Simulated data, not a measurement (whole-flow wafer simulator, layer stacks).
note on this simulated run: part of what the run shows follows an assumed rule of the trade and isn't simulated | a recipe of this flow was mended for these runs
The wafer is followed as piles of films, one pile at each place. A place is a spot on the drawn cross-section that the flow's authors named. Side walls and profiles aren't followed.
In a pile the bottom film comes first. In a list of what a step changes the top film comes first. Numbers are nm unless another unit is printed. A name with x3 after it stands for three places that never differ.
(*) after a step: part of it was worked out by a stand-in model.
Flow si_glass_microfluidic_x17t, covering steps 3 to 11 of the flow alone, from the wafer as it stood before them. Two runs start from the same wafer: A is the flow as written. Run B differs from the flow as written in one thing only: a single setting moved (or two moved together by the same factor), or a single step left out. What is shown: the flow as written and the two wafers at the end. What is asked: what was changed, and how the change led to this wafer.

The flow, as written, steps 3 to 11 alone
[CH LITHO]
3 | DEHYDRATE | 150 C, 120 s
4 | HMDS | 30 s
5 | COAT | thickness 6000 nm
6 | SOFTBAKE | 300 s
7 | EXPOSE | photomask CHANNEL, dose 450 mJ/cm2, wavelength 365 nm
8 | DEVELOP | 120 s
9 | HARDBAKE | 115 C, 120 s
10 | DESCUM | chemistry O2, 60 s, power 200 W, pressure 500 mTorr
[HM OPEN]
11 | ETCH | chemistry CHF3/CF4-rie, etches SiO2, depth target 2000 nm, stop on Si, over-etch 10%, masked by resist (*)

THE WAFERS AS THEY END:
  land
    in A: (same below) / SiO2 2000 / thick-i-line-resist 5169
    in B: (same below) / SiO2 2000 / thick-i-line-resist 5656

What caused this: step 5, COAT: thickness 6491 nm was run, whereas the flow has thickness 6000 nm.

The path from the change to this, step by step:
  5 | COAT | thickness 6000 nm
      land, tr110 x3: A thick-i-line-resist gains 6000 (new film) | B thick-i-line-resist gains 6491 (new film)
  8 | DEVELOP | 120 s
      tr110 x3: A thick-i-line-resist loses 6000 (all of it) | B thick-i-line-resist loses 6491 (all of it)
  9 | HARDBAKE | 115 C, 120 s
      land: A thick-i-line-resist loses 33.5 | B thick-i-line-resist loses 37.6
